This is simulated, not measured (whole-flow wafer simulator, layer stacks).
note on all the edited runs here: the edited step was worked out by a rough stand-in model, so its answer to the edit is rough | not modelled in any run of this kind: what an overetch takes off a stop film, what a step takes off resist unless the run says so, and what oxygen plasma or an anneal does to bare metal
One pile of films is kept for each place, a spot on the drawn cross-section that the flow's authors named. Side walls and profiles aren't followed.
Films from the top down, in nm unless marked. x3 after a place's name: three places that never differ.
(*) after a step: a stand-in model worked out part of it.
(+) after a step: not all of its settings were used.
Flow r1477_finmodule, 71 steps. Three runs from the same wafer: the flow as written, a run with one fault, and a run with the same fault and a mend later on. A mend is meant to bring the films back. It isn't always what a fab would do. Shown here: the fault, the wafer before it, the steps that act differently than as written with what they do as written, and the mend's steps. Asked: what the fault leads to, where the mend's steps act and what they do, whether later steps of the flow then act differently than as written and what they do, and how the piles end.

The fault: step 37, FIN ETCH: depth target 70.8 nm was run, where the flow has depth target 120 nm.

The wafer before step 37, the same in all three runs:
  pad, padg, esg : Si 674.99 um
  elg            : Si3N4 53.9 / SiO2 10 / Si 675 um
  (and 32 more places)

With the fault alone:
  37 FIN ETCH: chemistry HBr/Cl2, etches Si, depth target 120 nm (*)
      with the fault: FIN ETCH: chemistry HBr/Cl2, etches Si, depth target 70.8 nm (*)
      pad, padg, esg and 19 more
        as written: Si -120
        with the fault: Si -70.8
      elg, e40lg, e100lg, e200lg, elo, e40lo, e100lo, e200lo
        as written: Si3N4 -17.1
        with the fault: Si3N4 -10.1
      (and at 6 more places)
  Later steps of the flow that act differently than as written (3 more steps differ only slightly, by at most 2% or 0.5 nm, whichever is larger, and aren't shown):
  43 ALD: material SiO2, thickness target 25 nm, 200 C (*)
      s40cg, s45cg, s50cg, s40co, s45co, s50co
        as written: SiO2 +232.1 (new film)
        with the fault: SiO2 +186.7 (new film)
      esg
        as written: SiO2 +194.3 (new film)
        with the fault: SiO2 +152.1 (new film)
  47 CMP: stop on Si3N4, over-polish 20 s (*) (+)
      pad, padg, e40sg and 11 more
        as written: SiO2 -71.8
        with the fault: SiO2 -121
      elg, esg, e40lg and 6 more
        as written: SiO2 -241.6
        with the fault: SiO2 -248.6
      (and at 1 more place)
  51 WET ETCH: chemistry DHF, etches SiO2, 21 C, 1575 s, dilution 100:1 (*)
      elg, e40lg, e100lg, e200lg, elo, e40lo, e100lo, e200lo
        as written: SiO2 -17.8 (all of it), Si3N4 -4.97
        with the fault: SiO2 -10.8 (all of it), Si3N4 -5.54
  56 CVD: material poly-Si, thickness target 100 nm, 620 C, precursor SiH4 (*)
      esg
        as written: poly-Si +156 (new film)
        with the fault: poly-Si +162.4 (new film)
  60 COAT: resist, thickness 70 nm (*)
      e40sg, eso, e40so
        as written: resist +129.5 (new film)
        with the fault: resist +135.5 (new film)
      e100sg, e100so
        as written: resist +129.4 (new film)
        with the fault: resist +135.5 (new film)
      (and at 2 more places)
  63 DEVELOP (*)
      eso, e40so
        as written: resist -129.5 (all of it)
        with the fault: resist -135.5 (all of it)
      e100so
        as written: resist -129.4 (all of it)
        with the fault: resist -135.5 (all of it)
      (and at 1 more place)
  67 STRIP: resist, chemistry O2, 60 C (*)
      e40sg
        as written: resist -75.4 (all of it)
        with the fault: resist -81.4 (all of it)
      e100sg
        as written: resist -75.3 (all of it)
        with the fault: resist -81.4 (all of it)
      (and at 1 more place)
  At the end the piles differ from the flow's by more than 2% or 0.5 nm, whichever is larger, at pad, padg, elg and 27 more.
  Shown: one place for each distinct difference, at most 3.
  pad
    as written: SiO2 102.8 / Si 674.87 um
    with the fault: SiO2 53.8 / Si 674.92 um
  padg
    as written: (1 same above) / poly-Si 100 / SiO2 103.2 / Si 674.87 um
    with the fault: (1 same above) / poly-Si 100 / SiO2 54.2 / Si 674.92 um
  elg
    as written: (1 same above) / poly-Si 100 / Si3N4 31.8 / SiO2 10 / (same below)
    with the fault: (1 same above) / poly-Si 100 / Si3N4 38.2 / SiO2 10 / (same below)

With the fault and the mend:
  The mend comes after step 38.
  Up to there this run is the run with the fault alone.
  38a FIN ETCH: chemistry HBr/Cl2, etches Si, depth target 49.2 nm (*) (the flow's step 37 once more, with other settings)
      pad, padg, esg and 19 more
        Si -49.2
      elg, e40lg, e100lg, e200lg, elo, e40lo, e100lo, e200lo
        Si3N4 -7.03
      s40sg_line, s45sg_line, s50sg_line, s40so_line, s45so_line, s50so_line
        SiO2 -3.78
  No later step of the flow acts differently than as written at any place that is followed.
  At the end the piles are the same as the flow's at every place that both follow.
